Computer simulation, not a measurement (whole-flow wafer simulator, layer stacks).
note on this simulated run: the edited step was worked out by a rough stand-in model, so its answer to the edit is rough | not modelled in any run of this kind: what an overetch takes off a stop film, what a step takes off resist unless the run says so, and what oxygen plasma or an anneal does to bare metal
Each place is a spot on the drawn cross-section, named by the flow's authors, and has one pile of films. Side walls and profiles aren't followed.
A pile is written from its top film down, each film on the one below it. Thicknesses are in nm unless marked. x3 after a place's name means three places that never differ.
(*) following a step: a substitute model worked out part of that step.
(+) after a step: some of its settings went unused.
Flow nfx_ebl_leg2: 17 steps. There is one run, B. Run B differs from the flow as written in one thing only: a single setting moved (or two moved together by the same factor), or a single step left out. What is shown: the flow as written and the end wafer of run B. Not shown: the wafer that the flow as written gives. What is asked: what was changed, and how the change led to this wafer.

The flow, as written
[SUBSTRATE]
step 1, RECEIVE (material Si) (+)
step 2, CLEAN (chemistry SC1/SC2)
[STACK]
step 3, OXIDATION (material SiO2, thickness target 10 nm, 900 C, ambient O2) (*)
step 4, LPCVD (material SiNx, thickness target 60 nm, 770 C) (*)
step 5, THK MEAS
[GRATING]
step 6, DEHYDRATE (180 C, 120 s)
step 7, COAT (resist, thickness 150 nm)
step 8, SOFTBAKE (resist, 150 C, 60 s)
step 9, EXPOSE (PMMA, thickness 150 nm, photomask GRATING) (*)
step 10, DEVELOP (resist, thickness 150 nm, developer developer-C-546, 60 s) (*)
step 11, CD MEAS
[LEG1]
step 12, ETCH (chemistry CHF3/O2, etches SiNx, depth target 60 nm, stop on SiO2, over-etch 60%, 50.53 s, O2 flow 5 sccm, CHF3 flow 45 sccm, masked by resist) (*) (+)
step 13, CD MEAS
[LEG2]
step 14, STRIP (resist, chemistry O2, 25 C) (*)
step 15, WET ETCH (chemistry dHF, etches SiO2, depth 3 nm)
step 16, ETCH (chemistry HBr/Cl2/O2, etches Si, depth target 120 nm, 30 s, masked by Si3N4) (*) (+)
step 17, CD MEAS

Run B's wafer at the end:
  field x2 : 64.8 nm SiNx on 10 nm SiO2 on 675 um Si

Cause: step 4, LPCVD: thickness target 71.6 nm was run, while the flow as written has thickness target 60 nm.

The path from the change to this, step by step:
  step 4, LPCVD (material SiNx, thickness target 60 nm, 770 C) (*)
      field x2, pad x2: +71.6 SiNx (new film) (in the flow as written it would be: +60 SiNx (new film))
  step 12, ETCH (chemistry CHF3/O2, etches SiNx, depth target 60 nm, stop on SiO2, over-etch 60%, 50.53 s, O2 flow 5 sccm, CHF3 flow 45 sccm, masked by resist) (*) (+)
      pad x2: -71.6 SiNx (all of it), -10 SiO2 (all of it) (in the flow as written it would be: -60 SiNx (all of it), -10 SiO2 (all of it))
